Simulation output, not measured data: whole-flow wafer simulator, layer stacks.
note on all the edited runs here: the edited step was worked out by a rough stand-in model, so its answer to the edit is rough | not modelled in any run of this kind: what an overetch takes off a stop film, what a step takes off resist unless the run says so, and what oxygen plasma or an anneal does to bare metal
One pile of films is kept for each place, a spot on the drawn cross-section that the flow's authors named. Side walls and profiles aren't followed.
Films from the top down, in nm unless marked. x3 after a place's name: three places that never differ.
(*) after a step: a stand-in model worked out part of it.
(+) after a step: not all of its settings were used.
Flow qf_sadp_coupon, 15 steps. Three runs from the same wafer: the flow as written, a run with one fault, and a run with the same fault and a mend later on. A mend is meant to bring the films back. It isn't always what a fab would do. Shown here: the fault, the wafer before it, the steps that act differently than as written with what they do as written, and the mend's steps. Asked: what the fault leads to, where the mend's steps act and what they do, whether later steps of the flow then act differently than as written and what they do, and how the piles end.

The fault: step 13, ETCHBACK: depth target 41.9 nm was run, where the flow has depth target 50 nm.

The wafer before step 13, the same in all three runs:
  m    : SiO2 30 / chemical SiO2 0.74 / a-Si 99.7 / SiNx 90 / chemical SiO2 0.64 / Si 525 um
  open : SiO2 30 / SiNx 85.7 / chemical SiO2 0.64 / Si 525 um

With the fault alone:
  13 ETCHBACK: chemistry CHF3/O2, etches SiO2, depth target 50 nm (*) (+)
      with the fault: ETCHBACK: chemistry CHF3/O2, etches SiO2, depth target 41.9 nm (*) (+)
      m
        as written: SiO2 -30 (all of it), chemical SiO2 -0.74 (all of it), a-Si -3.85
        with the fault: SiO2 -30 (all of it), chemical SiO2 -0.74 (all of it), a-Si -2.23
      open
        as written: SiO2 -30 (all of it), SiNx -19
        with the fault: SiO2 -30 (all of it), SiNx -11.3
  No later step of the flow acts differently than as written, at any place that is followed, by more than 2% or 0.5 nm, whichever is larger.
  At the end the piles differ from the flow's by more than 2% or 0.5 nm, whichever is larger, at open.
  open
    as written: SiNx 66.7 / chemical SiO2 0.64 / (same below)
    with the fault: SiNx 74.4 / chemical SiO2 0.64 / (same below)

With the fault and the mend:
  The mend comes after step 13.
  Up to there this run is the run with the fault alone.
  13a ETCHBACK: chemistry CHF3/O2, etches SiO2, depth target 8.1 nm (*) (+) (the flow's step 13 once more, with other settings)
      m
        a-Si -1.62
      open
        SiNx -7.71
  No later step of the flow acts differently than as written at any place that is followed.
  At the end the piles are the same as the flow's at every place that both follow.
